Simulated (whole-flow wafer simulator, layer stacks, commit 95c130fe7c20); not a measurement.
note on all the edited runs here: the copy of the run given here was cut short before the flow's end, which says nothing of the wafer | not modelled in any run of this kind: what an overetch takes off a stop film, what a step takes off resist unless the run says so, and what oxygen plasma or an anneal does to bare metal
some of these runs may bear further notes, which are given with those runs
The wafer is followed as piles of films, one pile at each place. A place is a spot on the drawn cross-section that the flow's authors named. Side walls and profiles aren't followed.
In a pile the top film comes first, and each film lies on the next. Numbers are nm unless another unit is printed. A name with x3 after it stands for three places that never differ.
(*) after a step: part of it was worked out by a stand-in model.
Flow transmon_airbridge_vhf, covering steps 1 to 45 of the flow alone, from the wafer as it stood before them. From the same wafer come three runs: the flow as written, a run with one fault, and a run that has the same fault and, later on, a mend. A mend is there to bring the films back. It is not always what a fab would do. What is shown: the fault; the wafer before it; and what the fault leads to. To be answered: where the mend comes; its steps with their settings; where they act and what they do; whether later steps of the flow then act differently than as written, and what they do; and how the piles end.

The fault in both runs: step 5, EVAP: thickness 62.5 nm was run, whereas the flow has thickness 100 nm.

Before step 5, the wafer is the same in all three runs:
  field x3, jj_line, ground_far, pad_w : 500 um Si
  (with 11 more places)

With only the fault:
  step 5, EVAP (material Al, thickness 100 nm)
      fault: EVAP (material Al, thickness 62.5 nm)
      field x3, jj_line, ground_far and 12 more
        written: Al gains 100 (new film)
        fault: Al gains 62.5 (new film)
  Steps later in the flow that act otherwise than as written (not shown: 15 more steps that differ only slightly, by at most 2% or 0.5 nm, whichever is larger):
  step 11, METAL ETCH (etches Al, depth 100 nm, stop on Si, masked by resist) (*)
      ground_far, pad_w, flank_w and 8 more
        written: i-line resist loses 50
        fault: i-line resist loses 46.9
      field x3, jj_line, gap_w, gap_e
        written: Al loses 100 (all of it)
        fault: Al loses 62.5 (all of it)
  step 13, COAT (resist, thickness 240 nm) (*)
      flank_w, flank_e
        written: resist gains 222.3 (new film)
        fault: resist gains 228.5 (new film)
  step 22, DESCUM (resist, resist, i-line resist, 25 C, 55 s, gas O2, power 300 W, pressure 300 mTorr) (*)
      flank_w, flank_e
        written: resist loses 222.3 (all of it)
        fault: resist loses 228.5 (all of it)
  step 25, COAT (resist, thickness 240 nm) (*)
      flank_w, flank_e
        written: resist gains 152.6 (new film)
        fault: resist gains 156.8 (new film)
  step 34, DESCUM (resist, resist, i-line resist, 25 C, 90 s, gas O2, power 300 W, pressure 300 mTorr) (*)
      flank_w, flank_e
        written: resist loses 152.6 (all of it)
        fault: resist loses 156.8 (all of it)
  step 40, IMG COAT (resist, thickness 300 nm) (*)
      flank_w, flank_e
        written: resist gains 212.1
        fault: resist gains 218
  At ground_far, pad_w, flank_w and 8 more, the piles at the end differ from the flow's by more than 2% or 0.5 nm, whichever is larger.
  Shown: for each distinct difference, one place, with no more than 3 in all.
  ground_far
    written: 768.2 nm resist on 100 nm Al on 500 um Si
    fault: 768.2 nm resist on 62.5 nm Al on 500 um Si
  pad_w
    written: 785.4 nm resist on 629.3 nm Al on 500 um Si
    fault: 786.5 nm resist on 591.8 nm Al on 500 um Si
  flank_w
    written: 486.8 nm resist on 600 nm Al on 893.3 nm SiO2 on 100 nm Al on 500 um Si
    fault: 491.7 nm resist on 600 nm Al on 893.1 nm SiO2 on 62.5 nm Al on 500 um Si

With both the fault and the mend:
  The mend stands after step 5.
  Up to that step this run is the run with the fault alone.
  step 5a, EVAP (material Al, thickness 37.5 nm) (a further turn of the flow's step 5, with different settings)
      field x3, jj_line, ground_far and 12 more
        Al gains 37.5
  Every later step of the flow that is run acts as written at every place that is followed.
  At every place that both follow, the piles at the end match the flow's.
